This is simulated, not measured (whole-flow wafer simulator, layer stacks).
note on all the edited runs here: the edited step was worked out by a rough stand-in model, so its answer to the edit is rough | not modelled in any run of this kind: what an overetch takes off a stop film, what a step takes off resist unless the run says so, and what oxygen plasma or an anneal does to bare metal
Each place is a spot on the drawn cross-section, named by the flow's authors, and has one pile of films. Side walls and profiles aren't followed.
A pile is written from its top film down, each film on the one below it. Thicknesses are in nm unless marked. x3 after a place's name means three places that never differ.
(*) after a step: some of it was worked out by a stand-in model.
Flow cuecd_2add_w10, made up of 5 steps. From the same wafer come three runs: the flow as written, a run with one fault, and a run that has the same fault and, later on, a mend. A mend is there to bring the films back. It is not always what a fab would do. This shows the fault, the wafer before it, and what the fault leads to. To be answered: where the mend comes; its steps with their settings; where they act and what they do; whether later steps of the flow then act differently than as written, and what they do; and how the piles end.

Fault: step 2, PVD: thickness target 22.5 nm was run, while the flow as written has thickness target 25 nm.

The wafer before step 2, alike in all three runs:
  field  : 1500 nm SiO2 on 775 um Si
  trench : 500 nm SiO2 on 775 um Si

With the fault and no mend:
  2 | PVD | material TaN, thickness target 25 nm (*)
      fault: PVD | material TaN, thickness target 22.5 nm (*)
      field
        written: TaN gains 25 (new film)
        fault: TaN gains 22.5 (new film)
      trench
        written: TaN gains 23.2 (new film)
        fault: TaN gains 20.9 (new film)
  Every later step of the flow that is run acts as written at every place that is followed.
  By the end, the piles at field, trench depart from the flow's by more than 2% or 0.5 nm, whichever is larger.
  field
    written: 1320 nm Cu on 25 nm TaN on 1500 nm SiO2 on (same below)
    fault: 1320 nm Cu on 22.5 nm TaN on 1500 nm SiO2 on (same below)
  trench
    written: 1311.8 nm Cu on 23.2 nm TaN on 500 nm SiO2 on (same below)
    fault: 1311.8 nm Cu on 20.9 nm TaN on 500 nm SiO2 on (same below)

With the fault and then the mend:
  The mend stands after step 2.
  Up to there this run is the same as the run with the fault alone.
  2a | PVD | material TaN, thickness target 2.5 nm (*) (the flow's step 2 again, with other settings)
      field
        TaN gains 2.5
      trench
        TaN gains 2.32
  Every later step of the flow that is run acts as written at every place that is followed.
  At every place that both follow, the piles at the end match the flow's.
